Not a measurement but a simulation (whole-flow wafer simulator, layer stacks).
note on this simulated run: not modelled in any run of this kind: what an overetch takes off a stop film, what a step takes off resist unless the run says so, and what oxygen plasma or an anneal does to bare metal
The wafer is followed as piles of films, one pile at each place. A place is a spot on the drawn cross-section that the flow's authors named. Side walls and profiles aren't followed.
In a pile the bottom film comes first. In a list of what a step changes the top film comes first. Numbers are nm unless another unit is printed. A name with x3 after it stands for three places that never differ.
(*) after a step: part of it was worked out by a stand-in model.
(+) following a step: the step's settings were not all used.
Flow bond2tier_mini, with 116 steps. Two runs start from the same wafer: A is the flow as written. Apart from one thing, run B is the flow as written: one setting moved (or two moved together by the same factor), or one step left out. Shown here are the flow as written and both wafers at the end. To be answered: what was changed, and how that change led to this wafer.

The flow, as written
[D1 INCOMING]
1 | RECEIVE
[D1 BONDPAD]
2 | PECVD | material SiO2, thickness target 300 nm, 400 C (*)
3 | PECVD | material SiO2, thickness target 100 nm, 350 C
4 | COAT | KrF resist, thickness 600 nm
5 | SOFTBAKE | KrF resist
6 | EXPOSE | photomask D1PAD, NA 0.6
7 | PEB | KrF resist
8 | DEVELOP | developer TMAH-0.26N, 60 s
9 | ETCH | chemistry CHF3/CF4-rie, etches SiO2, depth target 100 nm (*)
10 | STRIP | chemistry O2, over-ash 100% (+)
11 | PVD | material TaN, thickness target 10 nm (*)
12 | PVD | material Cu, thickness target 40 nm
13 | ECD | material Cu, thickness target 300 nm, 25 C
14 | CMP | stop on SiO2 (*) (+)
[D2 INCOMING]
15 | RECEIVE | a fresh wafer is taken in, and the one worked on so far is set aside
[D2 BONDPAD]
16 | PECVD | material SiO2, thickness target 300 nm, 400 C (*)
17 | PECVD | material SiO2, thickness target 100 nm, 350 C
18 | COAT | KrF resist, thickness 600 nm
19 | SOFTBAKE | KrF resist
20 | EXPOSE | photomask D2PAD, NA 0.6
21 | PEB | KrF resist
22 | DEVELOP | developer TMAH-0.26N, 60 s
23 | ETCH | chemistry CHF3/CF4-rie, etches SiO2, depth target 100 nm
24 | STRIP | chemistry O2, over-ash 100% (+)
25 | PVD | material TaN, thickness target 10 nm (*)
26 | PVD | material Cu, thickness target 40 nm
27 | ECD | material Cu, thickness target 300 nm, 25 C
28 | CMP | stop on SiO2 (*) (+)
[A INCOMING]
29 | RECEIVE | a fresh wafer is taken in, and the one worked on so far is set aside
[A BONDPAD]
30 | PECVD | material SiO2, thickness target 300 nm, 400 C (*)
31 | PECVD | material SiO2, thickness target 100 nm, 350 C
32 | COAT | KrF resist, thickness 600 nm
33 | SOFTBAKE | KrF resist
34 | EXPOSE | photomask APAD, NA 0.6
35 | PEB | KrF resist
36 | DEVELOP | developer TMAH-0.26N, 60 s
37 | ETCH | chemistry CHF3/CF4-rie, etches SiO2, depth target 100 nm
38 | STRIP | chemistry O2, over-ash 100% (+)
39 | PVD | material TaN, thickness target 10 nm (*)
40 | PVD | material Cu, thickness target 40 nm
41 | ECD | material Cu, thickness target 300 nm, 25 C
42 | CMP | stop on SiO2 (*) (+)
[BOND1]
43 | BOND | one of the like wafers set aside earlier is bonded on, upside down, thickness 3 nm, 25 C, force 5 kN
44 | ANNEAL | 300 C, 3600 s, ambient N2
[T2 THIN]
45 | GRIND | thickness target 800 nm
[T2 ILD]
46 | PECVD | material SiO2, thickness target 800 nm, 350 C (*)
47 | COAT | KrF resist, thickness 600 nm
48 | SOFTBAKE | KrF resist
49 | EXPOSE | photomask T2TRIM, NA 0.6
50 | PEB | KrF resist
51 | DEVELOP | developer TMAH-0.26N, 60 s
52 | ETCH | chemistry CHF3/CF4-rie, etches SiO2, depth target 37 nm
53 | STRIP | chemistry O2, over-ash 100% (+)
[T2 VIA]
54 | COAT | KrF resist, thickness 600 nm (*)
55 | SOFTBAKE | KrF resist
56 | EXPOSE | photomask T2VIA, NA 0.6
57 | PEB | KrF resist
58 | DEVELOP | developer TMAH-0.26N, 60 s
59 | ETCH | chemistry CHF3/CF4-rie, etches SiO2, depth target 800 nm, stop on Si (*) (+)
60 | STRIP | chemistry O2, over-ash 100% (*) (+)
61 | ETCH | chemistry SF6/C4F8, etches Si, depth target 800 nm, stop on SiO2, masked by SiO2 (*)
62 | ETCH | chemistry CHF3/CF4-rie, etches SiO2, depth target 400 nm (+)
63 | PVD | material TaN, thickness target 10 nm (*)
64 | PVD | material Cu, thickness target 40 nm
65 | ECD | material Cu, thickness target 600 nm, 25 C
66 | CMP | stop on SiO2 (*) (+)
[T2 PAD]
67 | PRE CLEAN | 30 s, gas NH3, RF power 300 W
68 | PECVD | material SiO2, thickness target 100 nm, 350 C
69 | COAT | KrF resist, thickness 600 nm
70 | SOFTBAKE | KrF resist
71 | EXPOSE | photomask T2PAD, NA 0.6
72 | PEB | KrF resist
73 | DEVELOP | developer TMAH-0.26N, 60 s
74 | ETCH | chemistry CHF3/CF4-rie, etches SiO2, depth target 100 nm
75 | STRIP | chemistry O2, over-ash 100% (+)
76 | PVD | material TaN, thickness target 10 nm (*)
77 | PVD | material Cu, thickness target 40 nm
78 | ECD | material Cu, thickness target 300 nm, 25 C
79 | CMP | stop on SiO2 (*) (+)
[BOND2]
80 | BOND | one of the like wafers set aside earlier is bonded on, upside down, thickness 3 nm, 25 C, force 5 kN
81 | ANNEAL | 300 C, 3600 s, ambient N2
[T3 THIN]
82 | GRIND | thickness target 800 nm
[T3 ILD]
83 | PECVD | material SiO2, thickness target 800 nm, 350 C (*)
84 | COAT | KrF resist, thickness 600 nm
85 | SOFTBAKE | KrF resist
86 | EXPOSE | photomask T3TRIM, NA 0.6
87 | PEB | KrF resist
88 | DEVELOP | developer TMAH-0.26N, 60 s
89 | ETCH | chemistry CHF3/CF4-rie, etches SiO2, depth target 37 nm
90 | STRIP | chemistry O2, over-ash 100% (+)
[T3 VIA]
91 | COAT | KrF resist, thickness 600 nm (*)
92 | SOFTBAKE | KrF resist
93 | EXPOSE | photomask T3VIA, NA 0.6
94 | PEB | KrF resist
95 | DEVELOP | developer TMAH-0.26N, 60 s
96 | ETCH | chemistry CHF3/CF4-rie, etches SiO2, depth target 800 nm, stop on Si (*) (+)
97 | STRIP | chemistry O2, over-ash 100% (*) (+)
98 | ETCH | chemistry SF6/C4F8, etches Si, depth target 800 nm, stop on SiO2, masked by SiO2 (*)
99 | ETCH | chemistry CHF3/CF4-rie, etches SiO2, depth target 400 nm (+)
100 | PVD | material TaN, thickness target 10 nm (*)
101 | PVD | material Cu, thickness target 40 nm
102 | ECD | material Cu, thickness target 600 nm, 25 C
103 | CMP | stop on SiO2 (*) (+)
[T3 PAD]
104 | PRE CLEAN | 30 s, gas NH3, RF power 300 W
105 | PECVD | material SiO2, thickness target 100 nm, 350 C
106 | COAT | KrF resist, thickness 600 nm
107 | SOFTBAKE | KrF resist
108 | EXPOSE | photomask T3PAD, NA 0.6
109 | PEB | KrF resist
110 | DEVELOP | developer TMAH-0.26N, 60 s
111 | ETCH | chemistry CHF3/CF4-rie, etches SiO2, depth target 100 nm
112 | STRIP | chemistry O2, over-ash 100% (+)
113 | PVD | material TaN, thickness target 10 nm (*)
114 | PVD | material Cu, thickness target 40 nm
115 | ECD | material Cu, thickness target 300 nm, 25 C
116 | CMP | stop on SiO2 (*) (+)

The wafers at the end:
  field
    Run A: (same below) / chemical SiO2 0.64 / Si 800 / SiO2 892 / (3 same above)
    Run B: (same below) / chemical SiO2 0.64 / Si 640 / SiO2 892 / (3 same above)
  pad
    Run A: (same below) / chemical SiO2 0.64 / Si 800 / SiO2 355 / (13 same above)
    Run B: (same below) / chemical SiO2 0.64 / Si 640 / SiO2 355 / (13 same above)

Cause: step 45, GRIND: thickness target 640 nm was run, though the flow has thickness target 800 nm.
The wafer lets one read it off: field has Si 640, and step 45 as written asks for 800 nm.

How this came from the change, step by step:
  45 | GRIND | thickness target 800 nm
      field, pad, via: A -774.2 um Si | B -774.36 um Si
